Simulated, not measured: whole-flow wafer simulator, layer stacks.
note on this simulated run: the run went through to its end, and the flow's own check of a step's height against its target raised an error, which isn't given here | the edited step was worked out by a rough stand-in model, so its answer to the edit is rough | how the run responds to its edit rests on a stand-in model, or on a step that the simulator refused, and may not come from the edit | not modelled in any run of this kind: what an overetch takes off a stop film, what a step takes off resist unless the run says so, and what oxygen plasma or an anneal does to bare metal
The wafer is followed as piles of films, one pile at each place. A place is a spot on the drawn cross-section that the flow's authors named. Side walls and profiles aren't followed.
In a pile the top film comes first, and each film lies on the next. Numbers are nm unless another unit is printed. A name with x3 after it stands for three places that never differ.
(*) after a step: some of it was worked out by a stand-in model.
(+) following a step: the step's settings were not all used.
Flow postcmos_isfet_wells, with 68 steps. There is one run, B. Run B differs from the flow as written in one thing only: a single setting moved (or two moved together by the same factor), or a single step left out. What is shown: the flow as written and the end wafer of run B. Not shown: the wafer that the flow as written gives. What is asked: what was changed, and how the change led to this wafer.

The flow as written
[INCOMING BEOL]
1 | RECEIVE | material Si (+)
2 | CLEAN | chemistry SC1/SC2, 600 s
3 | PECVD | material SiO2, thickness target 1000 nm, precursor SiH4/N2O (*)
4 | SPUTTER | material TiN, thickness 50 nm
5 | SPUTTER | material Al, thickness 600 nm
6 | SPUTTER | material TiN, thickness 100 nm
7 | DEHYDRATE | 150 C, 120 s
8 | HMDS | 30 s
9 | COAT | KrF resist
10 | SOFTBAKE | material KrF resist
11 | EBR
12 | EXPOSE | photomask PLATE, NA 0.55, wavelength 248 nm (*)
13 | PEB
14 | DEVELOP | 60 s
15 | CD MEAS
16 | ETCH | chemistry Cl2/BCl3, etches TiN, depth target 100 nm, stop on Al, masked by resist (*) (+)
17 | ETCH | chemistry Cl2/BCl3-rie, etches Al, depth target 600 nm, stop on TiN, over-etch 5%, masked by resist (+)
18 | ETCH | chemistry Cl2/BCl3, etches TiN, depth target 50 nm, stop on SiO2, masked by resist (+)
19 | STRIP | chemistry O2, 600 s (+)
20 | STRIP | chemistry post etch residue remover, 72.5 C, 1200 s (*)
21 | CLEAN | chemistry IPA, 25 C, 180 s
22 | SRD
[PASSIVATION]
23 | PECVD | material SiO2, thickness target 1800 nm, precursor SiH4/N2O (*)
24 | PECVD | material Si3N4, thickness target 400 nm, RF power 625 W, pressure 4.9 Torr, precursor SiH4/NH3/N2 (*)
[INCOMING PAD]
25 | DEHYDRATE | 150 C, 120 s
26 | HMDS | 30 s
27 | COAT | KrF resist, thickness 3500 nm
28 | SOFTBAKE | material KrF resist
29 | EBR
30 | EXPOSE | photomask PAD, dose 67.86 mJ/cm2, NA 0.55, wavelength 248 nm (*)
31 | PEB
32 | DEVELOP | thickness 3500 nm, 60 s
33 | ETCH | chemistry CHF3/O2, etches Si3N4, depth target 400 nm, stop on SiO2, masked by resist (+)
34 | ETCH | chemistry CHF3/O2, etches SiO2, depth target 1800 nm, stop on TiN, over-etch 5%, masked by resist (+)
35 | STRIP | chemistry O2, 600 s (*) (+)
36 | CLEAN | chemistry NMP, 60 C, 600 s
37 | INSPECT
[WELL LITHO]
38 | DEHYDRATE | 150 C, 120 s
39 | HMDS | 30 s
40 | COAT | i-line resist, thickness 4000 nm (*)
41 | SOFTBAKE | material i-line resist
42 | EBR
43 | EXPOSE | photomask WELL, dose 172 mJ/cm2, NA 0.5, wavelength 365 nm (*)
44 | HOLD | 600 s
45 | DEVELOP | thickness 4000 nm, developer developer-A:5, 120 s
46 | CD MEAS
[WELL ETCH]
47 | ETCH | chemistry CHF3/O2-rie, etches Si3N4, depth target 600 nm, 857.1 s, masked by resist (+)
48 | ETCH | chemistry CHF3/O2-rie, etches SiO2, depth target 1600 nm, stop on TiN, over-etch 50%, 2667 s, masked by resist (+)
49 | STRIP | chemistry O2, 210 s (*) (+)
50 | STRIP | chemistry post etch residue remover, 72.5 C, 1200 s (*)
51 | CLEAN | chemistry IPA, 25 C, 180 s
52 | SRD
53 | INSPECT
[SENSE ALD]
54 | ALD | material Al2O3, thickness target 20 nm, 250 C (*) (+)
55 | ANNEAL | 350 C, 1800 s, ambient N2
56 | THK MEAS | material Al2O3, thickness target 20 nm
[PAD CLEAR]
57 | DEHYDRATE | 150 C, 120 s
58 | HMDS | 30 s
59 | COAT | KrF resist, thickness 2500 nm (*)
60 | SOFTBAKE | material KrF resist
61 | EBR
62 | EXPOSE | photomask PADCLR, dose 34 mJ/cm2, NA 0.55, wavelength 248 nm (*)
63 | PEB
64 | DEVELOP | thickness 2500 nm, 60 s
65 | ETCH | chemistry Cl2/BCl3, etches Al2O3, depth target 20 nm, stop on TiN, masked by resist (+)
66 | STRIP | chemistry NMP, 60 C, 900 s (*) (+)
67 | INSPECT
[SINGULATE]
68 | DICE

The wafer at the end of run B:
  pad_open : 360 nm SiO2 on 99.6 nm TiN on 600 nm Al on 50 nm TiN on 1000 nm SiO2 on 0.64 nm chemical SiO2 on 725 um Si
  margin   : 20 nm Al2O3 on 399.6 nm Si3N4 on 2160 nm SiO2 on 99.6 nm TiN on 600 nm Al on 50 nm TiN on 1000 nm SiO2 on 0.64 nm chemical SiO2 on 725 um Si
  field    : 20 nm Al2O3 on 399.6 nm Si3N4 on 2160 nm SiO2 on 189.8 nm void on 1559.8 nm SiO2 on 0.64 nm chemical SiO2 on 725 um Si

Cause: step 23, PECVD: thickness target 2160 nm was run, though the flow has thickness target 1800 nm.
One can read it off the wafer: margin has SiO2 2160, and step 23 as written asks for 1800 nm.

Step by step, how the change led to this:
  23 | PECVD | material SiO2, thickness target 1800 nm, precursor SiH4/N2O (*)
      margin, well900, well1300 x3, pad_rim, pad_clr, pad_open: +2160 SiO2 (new film) (as written it would have been: +1800 SiO2 (new film))
      field: +2160 SiO2 (new film), +189.8 void (new film), +559.8 SiO2 (as written it would have been: +1800 SiO2 (new film), +189.9 void (new film), +559.7 SiO2)
  34 | ETCH | chemistry CHF3/O2, etches SiO2, depth target 1800 nm, stop on TiN, over-etch 5%, masked by resist (+)
      pad_open: -1800 SiO2 (as written it would have been: -1800 SiO2 (all of it))
  48 | ETCH | chemistry CHF3/O2-rie, etches SiO2, depth target 1600 nm, stop on TiN, over-etch 50%, 2667 s, masked by resist (+)
      well900, well1300 x3: -1960 SiO2 (all of it) (as written it would have been: -1600 SiO2 (all of it))
  59 | COAT | KrF resist, thickness 2500 nm (*)
      field: +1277 KrF resist (new film) (as written it would have been: +1449 KrF resist (new film))
      margin: +1276.9 KrF resist (new film) (as written it would have been: +1448.9 KrF resist (new film))
  63 | PEB
      field, margin: -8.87 KrF resist (as written it would have been: -10.1 KrF resist)
  66 | STRIP | chemistry NMP, 60 C, 900 s (*) (+)
      field: -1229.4 KrF resist (all of it) (as written it would have been: -1400.1 KrF resist (all of it))
      margin: -1229.3 KrF resist (all of it) (as written it would have been: -1400.1 KrF resist (all of it))
